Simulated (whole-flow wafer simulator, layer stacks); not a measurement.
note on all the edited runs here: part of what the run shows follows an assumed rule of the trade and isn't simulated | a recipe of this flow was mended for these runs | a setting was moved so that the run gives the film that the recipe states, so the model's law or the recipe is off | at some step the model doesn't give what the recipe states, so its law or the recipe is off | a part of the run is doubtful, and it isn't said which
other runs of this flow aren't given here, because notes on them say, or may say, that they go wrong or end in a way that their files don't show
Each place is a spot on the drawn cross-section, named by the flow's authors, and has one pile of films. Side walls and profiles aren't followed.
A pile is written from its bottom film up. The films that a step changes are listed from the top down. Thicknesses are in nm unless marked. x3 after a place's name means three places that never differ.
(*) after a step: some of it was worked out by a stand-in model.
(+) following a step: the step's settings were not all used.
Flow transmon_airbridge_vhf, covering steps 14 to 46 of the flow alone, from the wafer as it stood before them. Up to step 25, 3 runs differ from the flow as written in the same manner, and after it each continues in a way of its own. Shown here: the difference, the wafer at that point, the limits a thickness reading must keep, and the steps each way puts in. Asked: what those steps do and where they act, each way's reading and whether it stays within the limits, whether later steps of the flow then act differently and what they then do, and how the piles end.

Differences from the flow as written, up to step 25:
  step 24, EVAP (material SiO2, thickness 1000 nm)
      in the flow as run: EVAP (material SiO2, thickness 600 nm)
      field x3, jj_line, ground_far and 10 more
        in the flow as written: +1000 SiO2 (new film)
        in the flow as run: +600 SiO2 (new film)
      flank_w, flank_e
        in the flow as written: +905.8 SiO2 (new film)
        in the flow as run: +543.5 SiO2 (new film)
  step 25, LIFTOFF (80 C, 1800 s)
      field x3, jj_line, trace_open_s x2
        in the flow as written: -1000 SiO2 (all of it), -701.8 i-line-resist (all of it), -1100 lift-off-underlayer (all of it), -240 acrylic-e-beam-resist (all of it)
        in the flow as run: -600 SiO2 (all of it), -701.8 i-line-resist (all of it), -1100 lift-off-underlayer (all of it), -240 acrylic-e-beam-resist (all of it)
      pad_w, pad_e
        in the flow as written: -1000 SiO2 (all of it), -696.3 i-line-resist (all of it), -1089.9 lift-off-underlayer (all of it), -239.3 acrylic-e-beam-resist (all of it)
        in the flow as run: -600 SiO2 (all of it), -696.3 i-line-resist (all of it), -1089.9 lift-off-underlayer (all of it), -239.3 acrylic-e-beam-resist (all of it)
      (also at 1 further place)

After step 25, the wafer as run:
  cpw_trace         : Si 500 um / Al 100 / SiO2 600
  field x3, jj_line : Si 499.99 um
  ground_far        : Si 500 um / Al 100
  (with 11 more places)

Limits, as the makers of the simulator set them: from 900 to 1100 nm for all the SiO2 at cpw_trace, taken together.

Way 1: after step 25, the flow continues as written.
  Reading after step 25: 600 nm, not within the limits.
  Steps further on in the flow that do not act as written (2 other steps are not shown; they differ only slightly, by no more than 2% or 0.5 nm, whichever is larger):
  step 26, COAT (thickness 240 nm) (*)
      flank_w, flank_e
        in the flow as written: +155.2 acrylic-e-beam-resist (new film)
        going this way: +167.9 acrylic-e-beam-resist (new film)
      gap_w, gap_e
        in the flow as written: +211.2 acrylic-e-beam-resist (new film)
        going this way: +228.4 acrylic-e-beam-resist (new film)
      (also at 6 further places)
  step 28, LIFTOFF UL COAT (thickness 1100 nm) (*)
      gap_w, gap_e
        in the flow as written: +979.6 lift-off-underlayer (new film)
        going this way: +1036.6 lift-off-underlayer (new film)
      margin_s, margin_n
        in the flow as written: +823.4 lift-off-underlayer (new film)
        going this way: +923.7 lift-off-underlayer (new film)
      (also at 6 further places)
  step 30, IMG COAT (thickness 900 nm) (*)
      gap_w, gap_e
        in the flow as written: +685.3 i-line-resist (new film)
        going this way: +782.9 i-line-resist (new film)
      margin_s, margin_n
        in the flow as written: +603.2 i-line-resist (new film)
        going this way: +728.9 i-line-resist (new film)
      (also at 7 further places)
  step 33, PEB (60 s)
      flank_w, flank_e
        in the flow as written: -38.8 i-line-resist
        going this way: -42.6 i-line-resist
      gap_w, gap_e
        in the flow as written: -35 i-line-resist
        going this way: -40.2 i-line-resist
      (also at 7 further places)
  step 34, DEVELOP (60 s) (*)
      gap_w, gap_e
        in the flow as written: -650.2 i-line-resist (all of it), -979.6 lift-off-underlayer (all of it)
        going this way: -742.7 i-line-resist (all of it), -1036.6 lift-off-underlayer (all of it)
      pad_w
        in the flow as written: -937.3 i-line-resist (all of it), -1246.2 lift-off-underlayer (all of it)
        going this way: -902 i-line-resist (all of it), -1183.2 lift-off-underlayer (all of it)
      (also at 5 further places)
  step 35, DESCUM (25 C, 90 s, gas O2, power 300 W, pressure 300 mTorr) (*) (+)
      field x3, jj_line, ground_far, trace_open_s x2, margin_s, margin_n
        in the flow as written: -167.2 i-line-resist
        going this way: -158.6 i-line-resist
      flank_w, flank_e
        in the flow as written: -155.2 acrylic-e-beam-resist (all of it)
        going this way: -167.9 acrylic-e-beam-resist (all of it)
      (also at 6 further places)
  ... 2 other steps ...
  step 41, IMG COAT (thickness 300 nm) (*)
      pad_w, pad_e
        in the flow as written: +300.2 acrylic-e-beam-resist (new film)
        going this way: +289.5 acrylic-e-beam-resist (new film)
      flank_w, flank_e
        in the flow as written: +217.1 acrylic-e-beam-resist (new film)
        going this way: +223.6 acrylic-e-beam-resist (new film)
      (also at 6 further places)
  By the end, the piles at pad_w, flank_w, gap_w and 7 more depart from the flow's by more than 2% or 0.5 nm, whichever is larger.
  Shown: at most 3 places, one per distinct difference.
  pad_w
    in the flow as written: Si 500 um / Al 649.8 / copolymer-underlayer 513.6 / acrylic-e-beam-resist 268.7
    going this way: Si 500 um / Al 650.1 / copolymer-underlayer 492.7 / acrylic-e-beam-resist 258
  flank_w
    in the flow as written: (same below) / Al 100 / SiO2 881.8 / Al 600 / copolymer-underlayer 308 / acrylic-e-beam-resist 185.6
    going this way: (same below) / Al 100 / SiO2 519.5 / Al 600 / copolymer-underlayer 358.6 / acrylic-e-beam-resist 192.1
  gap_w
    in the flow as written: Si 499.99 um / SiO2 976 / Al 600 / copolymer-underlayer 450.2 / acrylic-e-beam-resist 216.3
    going this way: Si 499.99 um / SiO2 576 / Al 600 / copolymer-underlayer 468.7 / acrylic-e-beam-resist 233.5

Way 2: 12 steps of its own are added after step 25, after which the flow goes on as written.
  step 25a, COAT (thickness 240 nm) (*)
      field x3, jj_line, trace_open_s x2
        +240 acrylic-e-beam-resist (new film)
      pad_w, pad_e
        +264.3 acrylic-e-beam-resist (new film)
      flank_w, flank_e
        +167.9 acrylic-e-beam-resist (new film)
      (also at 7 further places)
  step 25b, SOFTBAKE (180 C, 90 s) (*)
      does not change any film at any place that is followed
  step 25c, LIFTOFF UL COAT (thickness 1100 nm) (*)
      field x3, jj_line, trace_open_s x2
        +1100 lift-off-underlayer (new film)
      pad_w, pad_e
        +1183.2 lift-off-underlayer (new film)
      flank_w, flank_e
        +931.3 lift-off-underlayer (new film)
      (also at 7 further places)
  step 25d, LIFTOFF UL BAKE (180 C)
      does not change any film at any place that is followed
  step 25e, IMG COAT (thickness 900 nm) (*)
      field x3, jj_line, trace_open_s x2
        +900 i-line-resist (new film)
      pad_w, pad_e
        +951.1 i-line-resist (new film)
      flank_w, flank_e
        +827.8 i-line-resist (new film)
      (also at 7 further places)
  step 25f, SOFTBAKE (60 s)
      pad_w, pad_e
        +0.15 i-line-resist
      flank_w, flank_e
        -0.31 i-line-resist
      margin_s, margin_n
        -0.46 i-line-resist
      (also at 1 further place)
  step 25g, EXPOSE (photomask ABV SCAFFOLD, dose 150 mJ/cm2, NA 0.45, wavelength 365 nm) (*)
      does not change any film at any place that is followed
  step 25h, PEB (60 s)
      field x3, jj_line, trace_open_s x2
        -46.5 i-line-resist
      pad_w, pad_e
        -49.3 i-line-resist
      flank_w, flank_e
        -42.6 i-line-resist
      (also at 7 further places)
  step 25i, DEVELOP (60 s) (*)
      flank_w, flank_e
        -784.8 i-line-resist (all of it), -931.3 lift-off-underlayer (all of it)
      gap_w, gap_e
        -742.7 i-line-resist (all of it), -1036.6 lift-off-underlayer (all of it)
      margin_s, margin_n
        -691.1 i-line-resist (all of it), -923.7 lift-off-underlayer (all of it)
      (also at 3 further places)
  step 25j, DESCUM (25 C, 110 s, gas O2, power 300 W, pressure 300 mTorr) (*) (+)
      field x3, jj_line, ground_far, pad_w, pad_e, trace_open_s x2
        -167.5 i-line-resist
      flank_w, flank_e
        -167.9 acrylic-e-beam-resist (all of it)
      gap_w, gap_e
        -228.4 acrylic-e-beam-resist (all of it)
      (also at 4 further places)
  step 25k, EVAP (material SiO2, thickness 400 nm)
      field x3, jj_line, ground_far, pad_w, pad_e, trace_open_s x2
        +400 SiO2 (new film)
      gap_w, cpw_trace, gap_e, margin_s, bridge_strip, margin_n
        +400 SiO2
      flank_w, flank_e
        +369.7 SiO2
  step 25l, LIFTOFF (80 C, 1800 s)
      field x3, jj_line, trace_open_s x2
        -400 SiO2 (all of it), -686 i-line-resist (all of it), -1100 lift-off-underlayer (all of it), -240 acrylic-e-beam-resist (all of it)
      pad_w, pad_e
        -400 SiO2 (all of it), -734.5 i-line-resist (all of it), -1183.2 lift-off-underlayer (all of it), -264.3 acrylic-e-beam-resist (all of it)
      ground_far
        -400 SiO2 (all of it), -753 i-line-resist (all of it), -1123.2 lift-off-underlayer (all of it), -246.8 acrylic-e-beam-resist (all of it)
  Reading after step 25l: 1000 nm, inside the limits.
  None of the later steps of the flow differs from how it acts as written, at any place that is followed, by more than 2% or 0.5 nm, whichever is larger.
  At the end the piles are close to the flow's at the places that both follow, differing by at most 2% or 0.5 nm, whichever is larger.

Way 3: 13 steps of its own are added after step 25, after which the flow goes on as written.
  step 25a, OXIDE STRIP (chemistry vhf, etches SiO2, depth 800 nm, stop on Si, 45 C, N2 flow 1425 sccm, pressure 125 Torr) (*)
      gap_w, cpw_trace, gap_e, margin_s, bridge_strip, margin_n
        -600 SiO2 (all of it)
      flank_w, flank_e
        -543.5 SiO2 (all of it)
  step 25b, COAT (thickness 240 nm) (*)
      field x3, jj_line, trace_open_s x2, margin_s, bridge_strip, margin_n
        +240 acrylic-e-beam-resist (new film)
      pad_w, pad_e
        +239.3 acrylic-e-beam-resist (new film)
      flank_w, flank_e
        +220.6 acrylic-e-beam-resist (new film)
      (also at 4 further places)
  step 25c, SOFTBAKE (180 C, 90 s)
      does not change any film at any place that is followed
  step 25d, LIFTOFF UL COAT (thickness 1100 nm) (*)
      field x3, jj_line, trace_open_s x2, margin_s, bridge_strip, margin_n
        +1100 lift-off-underlayer (new film)
      pad_w, pad_e
        +1089.9 lift-off-underlayer (new film)
      flank_w, flank_e
        +1084.6 lift-off-underlayer (new film)
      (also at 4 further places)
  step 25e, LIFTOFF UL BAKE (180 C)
      does not change any film at any place that is followed
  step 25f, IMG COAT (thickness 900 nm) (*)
      field x3, jj_line, trace_open_s x2, margin_s, bridge_strip, margin_n
        +900 i-line-resist (new film)
      pad_w, pad_e
        +894.3 i-line-resist (new film)
      flank_w, flank_e
        +908.4 i-line-resist (new film)
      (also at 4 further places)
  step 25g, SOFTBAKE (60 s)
      pad_w, pad_e
        -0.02 i-line-resist
      cpw_trace
        -0.03 i-line-resist
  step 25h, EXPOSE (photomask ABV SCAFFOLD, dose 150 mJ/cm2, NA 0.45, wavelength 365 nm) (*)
      does not change any film at any place that is followed
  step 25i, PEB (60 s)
      field x3, jj_line, trace_open_s x2, margin_s, bridge_strip, margin_n
        -46.5 i-line-resist
      pad_w, cpw_trace, pad_e
        -46.2 i-line-resist
      flank_w, flank_e
        -46.9 i-line-resist
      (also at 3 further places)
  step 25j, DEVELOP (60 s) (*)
      margin_s, bridge_strip, margin_n
        -853.5 i-line-resist (all of it), -1100 lift-off-underlayer (all of it)
      flank_w, flank_e
        -861.4 i-line-resist (all of it), -1084.6 lift-off-underlayer (all of it)
      gap_w, gap_e
        -881.7 i-line-resist (all of it), -1133.1 lift-off-underlayer (all of it)
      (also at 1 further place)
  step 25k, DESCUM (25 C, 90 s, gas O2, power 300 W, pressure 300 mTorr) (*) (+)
      field x3, jj_line, ground_far, pad_w, pad_e, trace_open_s x2
        -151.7 i-line-resist
      margin_s, bridge_strip, margin_n
        -240 acrylic-e-beam-resist (all of it)
      flank_w, flank_e
        -220.6 acrylic-e-beam-resist (all of it)
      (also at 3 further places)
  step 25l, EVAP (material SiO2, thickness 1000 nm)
      field x3, jj_line, ground_far and 10 more
        +1000 SiO2 (new film)
      flank_w, flank_e
        +905.8 SiO2 (new film)
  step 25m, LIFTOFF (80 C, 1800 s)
      field x3, jj_line, trace_open_s x2
        -1000 SiO2 (all of it), -701.8 i-line-resist (all of it), -1100 lift-off-underlayer (all of it), -240 acrylic-e-beam-resist (all of it)
      pad_w, pad_e
        -1000 SiO2 (all of it), -696.3 i-line-resist (all of it), -1089.9 lift-off-underlayer (all of it), -239.3 acrylic-e-beam-resist (all of it)
      ground_far
        -1000 SiO2 (all of it), -695.4 i-line-resist (all of it), -1097.4 lift-off-underlayer (all of it), -239.2 acrylic-e-beam-resist (all of it)
  Reading after step 25m: 1000 nm, inside the limits.
  None of the later steps of the flow acts differently than as written at any place that is followed.
  At every place that both follow, the piles at the end match the flow's.

The limits are kept by: way 2, way 3. They are not kept by: way 1.
